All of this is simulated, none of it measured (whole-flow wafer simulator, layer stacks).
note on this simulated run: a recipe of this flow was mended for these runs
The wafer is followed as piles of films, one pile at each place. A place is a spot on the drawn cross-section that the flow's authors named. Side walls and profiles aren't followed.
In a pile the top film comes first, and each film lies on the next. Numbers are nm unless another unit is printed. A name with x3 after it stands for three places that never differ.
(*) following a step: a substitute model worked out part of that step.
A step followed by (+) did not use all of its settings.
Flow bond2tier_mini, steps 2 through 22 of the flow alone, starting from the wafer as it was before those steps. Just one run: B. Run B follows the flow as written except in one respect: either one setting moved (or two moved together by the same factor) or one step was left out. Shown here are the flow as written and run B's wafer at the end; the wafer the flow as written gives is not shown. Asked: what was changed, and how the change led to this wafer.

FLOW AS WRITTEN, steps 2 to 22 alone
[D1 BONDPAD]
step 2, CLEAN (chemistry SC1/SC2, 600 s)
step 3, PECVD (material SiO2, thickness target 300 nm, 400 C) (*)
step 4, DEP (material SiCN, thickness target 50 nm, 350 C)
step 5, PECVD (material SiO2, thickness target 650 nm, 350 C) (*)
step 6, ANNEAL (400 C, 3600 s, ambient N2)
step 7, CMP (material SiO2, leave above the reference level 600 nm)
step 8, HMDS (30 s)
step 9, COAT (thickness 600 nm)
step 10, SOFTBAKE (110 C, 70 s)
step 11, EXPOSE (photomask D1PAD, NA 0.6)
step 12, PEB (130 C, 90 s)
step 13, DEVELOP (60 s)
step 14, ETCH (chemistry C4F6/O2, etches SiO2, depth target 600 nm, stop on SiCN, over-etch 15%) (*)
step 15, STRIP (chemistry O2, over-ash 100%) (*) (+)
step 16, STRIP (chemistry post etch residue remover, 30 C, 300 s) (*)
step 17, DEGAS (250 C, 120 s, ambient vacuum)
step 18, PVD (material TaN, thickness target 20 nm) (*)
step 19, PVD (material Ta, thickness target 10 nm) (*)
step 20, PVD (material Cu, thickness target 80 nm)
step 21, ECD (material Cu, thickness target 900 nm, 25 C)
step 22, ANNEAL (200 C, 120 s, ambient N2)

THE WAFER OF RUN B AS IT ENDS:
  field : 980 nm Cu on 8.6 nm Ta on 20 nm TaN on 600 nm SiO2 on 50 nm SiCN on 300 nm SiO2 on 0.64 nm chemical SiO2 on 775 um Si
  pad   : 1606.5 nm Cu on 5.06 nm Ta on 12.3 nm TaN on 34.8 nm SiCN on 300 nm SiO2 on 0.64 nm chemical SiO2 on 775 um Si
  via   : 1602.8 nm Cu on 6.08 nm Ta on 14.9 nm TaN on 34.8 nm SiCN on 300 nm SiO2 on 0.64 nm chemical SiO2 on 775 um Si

Cause: step 19, PVD: thickness target 8.6 nm was run, though the flow has thickness target 10 nm.
One can read it off the wafer: field has Ta 8.6, and step 19 as written asks for 10 nm.

How this came from the change, step by step:
  step 19, PVD (material Ta, thickness target 10 nm) (*)
      field: Ta gains 8.6 (new film) (it would be, as written: Ta gains 10 (new film))
      pad: Ta gains 5.06 (new film) (it would be, as written: Ta gains 5.88 (new film))
      (and at 1 other place as well)
